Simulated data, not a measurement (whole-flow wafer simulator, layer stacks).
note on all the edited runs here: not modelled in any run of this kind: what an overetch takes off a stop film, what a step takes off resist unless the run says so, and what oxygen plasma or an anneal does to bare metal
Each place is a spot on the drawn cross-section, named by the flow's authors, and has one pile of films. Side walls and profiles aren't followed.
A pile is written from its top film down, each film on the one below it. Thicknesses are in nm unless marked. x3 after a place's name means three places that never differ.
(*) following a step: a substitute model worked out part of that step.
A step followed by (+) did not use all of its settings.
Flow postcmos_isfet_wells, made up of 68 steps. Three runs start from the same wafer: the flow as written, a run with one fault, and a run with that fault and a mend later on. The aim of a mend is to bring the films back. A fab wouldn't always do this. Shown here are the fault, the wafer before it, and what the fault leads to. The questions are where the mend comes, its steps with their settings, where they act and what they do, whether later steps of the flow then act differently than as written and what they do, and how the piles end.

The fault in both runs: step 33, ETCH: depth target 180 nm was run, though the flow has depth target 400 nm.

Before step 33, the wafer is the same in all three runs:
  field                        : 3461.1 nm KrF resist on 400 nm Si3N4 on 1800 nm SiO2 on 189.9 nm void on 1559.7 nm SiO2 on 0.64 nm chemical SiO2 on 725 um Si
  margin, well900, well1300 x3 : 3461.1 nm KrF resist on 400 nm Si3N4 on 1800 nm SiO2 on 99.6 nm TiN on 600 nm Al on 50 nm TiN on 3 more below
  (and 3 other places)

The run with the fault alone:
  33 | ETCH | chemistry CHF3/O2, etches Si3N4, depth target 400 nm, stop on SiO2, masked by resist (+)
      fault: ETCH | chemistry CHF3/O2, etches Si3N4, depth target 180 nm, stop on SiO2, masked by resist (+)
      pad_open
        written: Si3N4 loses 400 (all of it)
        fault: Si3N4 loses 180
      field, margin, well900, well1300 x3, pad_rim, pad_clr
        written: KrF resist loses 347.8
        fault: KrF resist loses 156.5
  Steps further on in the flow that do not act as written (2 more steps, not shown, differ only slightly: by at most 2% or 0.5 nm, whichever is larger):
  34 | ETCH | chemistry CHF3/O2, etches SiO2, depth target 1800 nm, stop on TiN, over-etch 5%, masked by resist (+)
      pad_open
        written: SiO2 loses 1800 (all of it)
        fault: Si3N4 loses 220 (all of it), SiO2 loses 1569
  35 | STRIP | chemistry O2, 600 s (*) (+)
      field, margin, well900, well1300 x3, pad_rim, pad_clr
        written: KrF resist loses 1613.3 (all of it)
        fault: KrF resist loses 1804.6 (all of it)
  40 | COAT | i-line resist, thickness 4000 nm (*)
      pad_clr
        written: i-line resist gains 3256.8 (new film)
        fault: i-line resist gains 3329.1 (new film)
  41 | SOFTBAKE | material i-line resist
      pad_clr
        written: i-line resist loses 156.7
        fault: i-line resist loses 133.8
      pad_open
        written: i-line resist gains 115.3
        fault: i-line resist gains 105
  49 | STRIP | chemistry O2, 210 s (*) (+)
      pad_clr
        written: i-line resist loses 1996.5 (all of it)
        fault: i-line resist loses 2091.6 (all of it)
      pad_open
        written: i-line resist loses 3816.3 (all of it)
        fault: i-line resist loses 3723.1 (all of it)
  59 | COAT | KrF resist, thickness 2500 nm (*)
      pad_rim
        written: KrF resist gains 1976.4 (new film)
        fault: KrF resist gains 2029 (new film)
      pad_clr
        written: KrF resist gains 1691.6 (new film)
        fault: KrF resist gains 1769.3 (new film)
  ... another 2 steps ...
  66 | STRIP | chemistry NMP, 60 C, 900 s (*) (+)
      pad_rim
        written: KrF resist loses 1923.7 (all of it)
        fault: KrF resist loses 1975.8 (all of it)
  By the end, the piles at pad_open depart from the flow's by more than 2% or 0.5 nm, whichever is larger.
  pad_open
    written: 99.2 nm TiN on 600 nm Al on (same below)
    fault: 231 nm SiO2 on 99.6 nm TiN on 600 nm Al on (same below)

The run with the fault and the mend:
  The mend stands after step 33.
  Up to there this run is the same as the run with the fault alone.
  33a | ETCH | chemistry CHF3/O2, etches Si3N4, depth target 220 nm, stop on SiO2, masked by resist (a further turn of the flow's step 33, with different settings)
      field, margin, well900, well1300 x3, pad_rim, pad_clr
        KrF resist loses 191.3
      pad_open
        Si3N4 loses 220 (all of it)
  Every later step of the flow that is run acts as written at every place that is followed.
  By the end, the piles equal the flow's at every place that both follow.
